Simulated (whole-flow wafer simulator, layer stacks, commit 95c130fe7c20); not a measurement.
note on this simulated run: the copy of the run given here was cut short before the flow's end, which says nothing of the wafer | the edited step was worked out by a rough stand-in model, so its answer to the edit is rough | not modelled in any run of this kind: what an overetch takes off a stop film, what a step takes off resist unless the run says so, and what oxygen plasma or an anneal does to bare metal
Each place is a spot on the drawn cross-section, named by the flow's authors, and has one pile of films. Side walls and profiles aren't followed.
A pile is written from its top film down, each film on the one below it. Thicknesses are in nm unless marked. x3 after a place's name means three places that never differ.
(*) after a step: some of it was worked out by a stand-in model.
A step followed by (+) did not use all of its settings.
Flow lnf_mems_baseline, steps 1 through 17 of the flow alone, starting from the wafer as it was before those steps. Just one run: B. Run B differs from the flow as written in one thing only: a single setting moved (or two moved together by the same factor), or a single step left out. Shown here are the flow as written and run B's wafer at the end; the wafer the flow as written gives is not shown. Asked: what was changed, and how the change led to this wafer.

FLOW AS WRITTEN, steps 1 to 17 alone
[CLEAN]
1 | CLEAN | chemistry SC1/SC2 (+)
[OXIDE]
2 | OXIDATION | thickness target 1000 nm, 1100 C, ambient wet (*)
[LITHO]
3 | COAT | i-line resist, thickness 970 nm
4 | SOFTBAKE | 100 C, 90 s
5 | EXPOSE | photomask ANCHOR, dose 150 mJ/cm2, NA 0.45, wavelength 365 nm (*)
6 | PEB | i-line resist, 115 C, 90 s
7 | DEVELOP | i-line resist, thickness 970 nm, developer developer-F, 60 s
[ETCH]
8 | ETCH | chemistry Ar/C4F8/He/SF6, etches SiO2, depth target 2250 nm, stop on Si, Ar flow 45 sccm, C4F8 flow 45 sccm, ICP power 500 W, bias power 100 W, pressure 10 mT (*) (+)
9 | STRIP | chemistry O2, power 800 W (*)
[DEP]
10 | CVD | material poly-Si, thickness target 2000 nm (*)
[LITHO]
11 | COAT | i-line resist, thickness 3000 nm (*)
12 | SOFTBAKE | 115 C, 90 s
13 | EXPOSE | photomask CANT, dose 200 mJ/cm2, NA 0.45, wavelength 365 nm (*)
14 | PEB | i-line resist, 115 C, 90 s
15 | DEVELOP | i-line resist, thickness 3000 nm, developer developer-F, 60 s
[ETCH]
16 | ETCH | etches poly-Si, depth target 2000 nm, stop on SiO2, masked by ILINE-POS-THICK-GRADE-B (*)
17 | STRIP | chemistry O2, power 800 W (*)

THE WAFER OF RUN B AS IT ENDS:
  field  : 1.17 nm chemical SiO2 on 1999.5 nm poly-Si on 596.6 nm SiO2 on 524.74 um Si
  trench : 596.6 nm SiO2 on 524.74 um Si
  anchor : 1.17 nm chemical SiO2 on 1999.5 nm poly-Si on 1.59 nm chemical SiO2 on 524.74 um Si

Cause: step 2, OXIDATION: 990 C was run, whereas the flow has 1100 C.

The path from the change to this, step by step:
  2 | OXIDATION | thickness target 1000 nm, 1100 C, ambient wet (*)
      field, anchor, beam, trench, char_slit: SiO2 gains 596.6 (new film), chemical SiO2 loses 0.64 (all of it), Si loses 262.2 (as written it would have been: SiO2 gains 1000 (new film), chemical SiO2 loses 0.64 (all of it), Si loses 439.7)
  8 | ETCH | chemistry Ar/C4F8/He/SF6, etches SiO2, depth target 2250 nm, stop on Si, Ar flow 45 sccm, C4F8 flow 45 sccm, ICP power 500 W, bias power 100 W, pressure 10 mT (*) (+)
      field, beam, trench, char_slit: i-line resist loses 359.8 (as written it would have been: i-line resist loses 561.5)
      anchor: SiO2 loses 596.6 (all of it) (as written it would have been: SiO2 loses 1000 (all of it))
  9 | STRIP | chemistry O2, power 800 W (*)
      field, beam, trench, char_slit: i-line resist loses 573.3 (all of it) (as written it would have been: i-line resist loses 371.6 (all of it))
  10 | CVD | material poly-Si, thickness target 2000 nm (*)
      anchor: poly-Si gains 2000 (new film) (as written it would have been: poly-Si gains 2322 (new film))
  11 | COAT | i-line resist, thickness 3000 nm (*)
      anchor: i-line resist gains 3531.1 (new film) (as written it would have been: i-line resist gains 3611.6 (new film))
  14 | PEB | i-line resist, 115 C, 90 s
      anchor: i-line resist loses 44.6 (as written it would have been: i-line resist loses 46.1)
  17 | STRIP | chemistry O2, power 800 W (*)
      anchor: chemical SiO2 gains 1.17 (new film), i-line resist loses 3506 (all of it), poly-Si loses 0.51 (as written it would have been: chemical SiO2 gains 1.17 (new film), i-line resist loses 3585.8 (all of it), poly-Si loses 0.52)
